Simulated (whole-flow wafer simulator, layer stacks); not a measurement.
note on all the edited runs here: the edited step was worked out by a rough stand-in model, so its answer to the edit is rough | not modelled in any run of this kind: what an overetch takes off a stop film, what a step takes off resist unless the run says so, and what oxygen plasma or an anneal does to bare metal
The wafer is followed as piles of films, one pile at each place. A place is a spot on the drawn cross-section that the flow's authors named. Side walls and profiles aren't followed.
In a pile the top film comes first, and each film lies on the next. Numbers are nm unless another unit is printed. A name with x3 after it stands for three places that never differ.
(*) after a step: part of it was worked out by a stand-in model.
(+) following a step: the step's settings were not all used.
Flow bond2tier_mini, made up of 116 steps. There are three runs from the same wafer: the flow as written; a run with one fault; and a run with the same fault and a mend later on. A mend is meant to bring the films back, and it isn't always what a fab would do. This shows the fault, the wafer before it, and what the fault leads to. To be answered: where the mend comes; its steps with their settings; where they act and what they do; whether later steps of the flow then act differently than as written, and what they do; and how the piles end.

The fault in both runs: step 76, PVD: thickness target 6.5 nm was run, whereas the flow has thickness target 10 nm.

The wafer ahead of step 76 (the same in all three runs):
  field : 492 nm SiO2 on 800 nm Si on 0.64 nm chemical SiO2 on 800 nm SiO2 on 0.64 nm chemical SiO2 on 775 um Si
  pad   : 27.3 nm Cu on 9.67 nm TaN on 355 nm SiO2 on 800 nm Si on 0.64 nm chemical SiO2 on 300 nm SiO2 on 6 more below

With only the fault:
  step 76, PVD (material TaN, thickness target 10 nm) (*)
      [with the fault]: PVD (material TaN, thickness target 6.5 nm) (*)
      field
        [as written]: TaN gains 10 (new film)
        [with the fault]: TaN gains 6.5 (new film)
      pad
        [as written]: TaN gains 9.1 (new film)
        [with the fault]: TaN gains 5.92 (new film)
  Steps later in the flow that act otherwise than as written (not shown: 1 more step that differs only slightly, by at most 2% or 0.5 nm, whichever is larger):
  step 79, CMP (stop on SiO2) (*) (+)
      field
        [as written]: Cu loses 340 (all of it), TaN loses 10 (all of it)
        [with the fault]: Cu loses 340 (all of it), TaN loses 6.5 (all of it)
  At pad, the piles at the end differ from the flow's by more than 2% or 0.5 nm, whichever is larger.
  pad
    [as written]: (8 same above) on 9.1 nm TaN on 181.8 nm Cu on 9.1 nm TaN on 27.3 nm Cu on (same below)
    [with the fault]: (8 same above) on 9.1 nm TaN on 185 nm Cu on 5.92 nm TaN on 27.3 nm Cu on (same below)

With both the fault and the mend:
  The mend stands after step 76.
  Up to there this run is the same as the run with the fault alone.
  step 76a, PVD (material TaN, thickness target 3.5 nm) (*) (a further turn of the flow's step 76, with different settings)
      field
        TaN gains 3.5
      pad
        TaN gains 3.18
  None of the later steps of the flow acts differently than as written at any place that is followed.
  By the end, the piles equal the flow's at every place that both follow.
